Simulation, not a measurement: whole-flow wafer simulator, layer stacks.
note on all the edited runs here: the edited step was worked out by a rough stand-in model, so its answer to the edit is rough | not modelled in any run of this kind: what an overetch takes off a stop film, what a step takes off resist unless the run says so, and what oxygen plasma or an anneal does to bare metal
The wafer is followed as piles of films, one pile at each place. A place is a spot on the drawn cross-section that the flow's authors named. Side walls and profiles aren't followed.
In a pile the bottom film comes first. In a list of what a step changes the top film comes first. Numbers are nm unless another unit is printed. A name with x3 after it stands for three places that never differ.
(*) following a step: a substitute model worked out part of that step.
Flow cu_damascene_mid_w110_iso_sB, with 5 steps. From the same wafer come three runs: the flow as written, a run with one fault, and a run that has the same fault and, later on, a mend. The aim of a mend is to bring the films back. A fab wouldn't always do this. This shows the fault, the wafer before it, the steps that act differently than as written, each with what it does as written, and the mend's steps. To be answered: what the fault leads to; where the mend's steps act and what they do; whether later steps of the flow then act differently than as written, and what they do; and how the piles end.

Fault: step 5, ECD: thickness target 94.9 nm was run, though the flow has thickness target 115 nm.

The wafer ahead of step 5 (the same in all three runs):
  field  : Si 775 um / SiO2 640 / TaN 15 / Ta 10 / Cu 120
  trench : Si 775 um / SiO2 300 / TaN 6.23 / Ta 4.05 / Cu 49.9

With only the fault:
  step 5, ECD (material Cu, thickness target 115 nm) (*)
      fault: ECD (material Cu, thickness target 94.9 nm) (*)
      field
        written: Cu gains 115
        fault: Cu gains 94.9
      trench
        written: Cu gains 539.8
        fault: Cu gains 519.7
  Later steps of the flow that are run all act as written at every place that is followed.
  By the end, the piles at field, trench depart from the flow's by more than 2% or 0.5 nm, whichever is larger.
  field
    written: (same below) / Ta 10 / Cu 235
    fault: (same below) / Ta 10 / Cu 214.9
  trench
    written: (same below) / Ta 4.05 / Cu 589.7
    fault: (same below) / Ta 4.05 / Cu 569.6

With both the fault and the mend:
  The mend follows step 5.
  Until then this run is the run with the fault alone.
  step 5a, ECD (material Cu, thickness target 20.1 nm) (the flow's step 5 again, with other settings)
      field, trench
        Cu gains 20.1
  Later steps of the flow that are run all act as written at every place that is followed.
  By the end, the piles equal the flow's at every place that both follow.
